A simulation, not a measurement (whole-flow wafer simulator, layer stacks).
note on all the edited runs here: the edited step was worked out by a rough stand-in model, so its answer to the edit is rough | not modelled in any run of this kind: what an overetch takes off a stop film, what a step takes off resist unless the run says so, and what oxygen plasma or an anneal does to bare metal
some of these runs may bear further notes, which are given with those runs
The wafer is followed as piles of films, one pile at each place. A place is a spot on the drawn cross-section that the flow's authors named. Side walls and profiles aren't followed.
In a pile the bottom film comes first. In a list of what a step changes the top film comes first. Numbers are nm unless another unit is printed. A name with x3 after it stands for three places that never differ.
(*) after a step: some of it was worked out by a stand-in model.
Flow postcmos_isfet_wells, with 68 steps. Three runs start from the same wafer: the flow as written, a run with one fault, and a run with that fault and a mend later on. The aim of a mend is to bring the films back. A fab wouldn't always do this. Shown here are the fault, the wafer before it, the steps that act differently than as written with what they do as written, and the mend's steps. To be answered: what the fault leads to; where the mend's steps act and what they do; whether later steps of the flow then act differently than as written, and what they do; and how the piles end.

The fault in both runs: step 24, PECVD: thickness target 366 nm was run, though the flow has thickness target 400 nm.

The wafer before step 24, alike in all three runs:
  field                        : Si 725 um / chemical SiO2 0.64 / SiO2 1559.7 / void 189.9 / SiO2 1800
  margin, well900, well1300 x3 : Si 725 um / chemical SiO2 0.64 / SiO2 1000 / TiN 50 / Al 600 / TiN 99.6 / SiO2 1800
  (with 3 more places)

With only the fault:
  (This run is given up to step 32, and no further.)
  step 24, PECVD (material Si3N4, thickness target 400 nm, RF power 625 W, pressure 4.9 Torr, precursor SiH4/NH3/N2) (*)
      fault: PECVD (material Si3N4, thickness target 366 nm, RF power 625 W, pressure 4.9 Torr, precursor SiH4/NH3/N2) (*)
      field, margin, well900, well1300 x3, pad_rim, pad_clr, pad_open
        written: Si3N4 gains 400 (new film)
        fault: Si3N4 gains 366 (new film)
  Later steps of the flow up to step 32 that are run all act as written at every place that is followed.
  The piles after step 32 differ from the flow's at field, margin, well900, well1300 x3, pad_rim, pad_clr, pad_open by more than 2% or 0.5 nm, whichever is larger.
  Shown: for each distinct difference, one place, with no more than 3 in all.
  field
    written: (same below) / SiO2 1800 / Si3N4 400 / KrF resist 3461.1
    fault: (same below) / SiO2 1800 / Si3N4 366 / KrF resist 3461.1
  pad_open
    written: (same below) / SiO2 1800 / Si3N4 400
    fault: (same below) / SiO2 1800 / Si3N4 366

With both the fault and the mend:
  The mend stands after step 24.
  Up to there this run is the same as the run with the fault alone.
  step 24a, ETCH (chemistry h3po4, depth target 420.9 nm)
      field, margin, well900, well1300 x3, pad_rim, pad_clr, pad_open
        Si3N4 loses 366 (all of it)
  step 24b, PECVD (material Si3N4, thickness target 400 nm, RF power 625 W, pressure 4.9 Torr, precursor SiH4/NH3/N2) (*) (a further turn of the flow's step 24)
      field, margin, well900, well1300 x3, pad_rim, pad_clr, pad_open
        Si3N4 gains 400 (new film)
  Later steps of the flow that are run all act as written at every place that is followed.
  At every place that both follow, the piles at the end match the flow's.
